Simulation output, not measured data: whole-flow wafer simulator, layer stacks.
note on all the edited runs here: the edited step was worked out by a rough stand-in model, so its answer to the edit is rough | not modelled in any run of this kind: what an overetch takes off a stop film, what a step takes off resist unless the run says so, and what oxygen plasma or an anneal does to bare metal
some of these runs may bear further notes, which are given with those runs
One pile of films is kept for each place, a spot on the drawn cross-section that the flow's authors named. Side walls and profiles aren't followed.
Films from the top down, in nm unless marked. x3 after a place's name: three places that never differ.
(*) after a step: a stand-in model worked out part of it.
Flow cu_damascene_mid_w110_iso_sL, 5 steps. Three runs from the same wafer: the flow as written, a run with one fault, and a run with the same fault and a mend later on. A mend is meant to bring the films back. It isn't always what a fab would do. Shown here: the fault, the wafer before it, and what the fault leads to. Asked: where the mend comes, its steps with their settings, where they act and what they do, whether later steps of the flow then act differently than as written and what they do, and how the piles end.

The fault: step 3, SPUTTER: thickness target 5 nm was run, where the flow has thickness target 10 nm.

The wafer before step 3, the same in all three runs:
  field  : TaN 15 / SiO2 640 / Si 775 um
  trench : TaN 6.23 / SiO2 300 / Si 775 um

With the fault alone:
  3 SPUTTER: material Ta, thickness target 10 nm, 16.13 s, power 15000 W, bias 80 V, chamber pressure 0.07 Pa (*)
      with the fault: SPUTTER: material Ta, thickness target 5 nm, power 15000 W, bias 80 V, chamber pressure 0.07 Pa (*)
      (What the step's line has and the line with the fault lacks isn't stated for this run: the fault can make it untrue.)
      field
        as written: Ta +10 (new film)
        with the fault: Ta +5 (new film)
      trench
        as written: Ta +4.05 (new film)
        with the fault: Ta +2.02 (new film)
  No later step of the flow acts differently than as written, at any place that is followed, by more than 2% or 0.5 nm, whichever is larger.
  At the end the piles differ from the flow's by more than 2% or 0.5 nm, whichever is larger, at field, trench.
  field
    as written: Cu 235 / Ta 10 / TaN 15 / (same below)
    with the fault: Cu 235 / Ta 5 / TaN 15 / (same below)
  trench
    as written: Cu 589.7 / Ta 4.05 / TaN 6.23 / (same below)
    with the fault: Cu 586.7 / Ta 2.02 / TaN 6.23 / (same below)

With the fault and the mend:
  The mend comes after step 3.
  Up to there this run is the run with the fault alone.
  3a SPUTTER: material Ta, thickness target 5 nm, power 15000 W, bias 80 V, chamber pressure 0.07 Pa (*) (the flow's step 3 once more, with other settings)
      field
        Ta +5
      trench
        Ta +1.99
  No later step of the flow acts differently than as written at any place that is followed.
  At the end the piles differ from the flow's only slightly at the places that both follow, by at most 2% or 0.5 nm, whichever is larger.
